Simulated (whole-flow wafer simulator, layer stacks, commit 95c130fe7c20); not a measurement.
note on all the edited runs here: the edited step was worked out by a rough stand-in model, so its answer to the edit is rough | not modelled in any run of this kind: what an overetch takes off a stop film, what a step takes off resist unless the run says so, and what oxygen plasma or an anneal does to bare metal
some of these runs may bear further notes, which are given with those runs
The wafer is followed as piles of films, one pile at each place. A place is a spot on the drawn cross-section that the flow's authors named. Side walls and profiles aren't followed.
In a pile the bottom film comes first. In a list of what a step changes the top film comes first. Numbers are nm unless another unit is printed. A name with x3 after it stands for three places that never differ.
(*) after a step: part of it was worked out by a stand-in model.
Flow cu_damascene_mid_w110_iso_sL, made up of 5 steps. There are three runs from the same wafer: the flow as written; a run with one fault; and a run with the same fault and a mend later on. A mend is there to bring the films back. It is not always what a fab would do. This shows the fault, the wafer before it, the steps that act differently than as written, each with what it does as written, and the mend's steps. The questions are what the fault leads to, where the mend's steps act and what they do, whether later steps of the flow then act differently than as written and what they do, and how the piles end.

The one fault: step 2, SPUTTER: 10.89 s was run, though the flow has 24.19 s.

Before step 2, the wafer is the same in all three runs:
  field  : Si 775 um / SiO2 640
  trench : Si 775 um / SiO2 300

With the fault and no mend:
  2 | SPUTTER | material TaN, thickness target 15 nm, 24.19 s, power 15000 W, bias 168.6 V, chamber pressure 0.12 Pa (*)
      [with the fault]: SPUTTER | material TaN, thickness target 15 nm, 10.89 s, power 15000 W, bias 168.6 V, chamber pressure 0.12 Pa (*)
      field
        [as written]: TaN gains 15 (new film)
        [with the fault]: TaN gains 6.75 (new film)
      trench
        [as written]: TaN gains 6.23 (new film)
        [with the fault]: TaN gains 2.8 (new film)
  Steps later in the flow that act otherwise than as written (2 other steps are not shown; they differ only slightly, by no more than 2% or 0.5 nm, whichever is larger):
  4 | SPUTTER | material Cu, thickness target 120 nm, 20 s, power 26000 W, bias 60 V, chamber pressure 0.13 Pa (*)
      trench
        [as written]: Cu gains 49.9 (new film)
        [with the fault]: Cu gains 51.3 (new film)
  By the end, the piles at field, trench depart from the flow's by more than 2% or 0.5 nm, whichever is larger.
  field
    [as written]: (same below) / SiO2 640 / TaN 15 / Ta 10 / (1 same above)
    [with the fault]: (same below) / SiO2 640 / TaN 6.75 / Ta 10 / (1 same above)
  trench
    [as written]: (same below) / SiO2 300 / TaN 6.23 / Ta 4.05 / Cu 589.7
    [with the fault]: (same below) / SiO2 300 / TaN 2.8 / Ta 4.15 / Cu 584.8

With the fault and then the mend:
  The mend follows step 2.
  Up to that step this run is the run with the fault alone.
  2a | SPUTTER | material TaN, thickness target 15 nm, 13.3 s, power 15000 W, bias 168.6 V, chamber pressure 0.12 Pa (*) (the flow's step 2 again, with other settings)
      field
        TaN gains 8.25
      trench
        TaN gains 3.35
  None of the later steps of the flow differs from how it acts as written, at any place that is followed, by more than 2% or 0.5 nm, whichever is larger.
  The piles end only slightly different from the flow's at the places that both follow, by no more than 2% or 0.5 nm, whichever is larger.
